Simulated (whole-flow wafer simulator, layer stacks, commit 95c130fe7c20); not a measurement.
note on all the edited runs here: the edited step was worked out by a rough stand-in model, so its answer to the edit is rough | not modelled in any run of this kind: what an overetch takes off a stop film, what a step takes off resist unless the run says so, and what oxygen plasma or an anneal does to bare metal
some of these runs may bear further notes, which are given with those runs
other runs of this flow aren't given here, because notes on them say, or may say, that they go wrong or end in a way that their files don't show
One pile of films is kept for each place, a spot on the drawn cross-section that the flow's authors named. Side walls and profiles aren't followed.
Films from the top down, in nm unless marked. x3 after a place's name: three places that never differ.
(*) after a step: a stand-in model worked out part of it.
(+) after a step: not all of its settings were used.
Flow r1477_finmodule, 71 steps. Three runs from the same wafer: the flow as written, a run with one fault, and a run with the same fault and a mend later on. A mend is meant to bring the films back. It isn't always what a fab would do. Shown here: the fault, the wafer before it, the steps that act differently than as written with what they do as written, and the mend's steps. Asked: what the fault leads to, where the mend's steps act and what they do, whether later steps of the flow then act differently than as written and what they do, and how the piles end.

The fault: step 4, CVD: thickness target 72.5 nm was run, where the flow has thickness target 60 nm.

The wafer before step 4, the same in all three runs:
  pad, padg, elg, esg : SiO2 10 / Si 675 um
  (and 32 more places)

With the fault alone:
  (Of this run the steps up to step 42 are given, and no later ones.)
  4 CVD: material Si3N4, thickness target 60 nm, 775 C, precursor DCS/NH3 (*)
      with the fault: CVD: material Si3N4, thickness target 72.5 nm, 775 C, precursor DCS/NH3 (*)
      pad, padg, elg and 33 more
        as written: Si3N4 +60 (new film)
        with the fault: Si3N4 +72.5 (new film)
  Later steps of the flow that act differently than as written:
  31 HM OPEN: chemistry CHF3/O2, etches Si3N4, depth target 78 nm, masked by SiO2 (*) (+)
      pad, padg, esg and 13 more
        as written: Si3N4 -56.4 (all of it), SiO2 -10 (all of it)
        with the fault: Si3N4 -68.9 (all of it), SiO2 -4.56
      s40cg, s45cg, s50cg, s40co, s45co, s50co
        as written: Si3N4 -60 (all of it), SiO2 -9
        with the fault: Si3N4 -72.5 (all of it), SiO2 -2.75
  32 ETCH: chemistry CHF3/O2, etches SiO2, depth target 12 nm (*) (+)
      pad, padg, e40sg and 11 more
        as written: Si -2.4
        with the fault: SiO2 -5.44 (all of it), Si -1.31
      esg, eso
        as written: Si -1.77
        with the fault: SiO2 -5.44 (all of it), Si -1.31
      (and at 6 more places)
  After step 42 the piles differ from the flow's by more than 2% or 0.5 nm, whichever is larger, at elg, e40lg, e100lg and 11 more.
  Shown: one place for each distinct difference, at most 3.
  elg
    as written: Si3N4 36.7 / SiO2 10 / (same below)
    with the fault: Si3N4 49.2 / SiO2 10 / (same below)
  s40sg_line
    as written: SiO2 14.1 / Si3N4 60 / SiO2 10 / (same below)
    with the fault: SiO2 14.1 / Si3N4 72.5 / SiO2 10 / (same below)

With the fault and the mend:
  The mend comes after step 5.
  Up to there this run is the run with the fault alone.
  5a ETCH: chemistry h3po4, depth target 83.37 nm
      pad, padg, elg and 33 more
        Si3N4 -72.5 (all of it)
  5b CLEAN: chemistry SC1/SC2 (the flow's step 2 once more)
      changes no film at any place that is followed
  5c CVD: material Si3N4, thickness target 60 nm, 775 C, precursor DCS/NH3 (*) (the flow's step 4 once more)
      pad, padg, elg and 33 more
        Si3N4 +60 (new film)
  No later step of the flow acts differently than as written at any place that is followed.
  At the end the piles are the same as the flow's at every place that both follow.
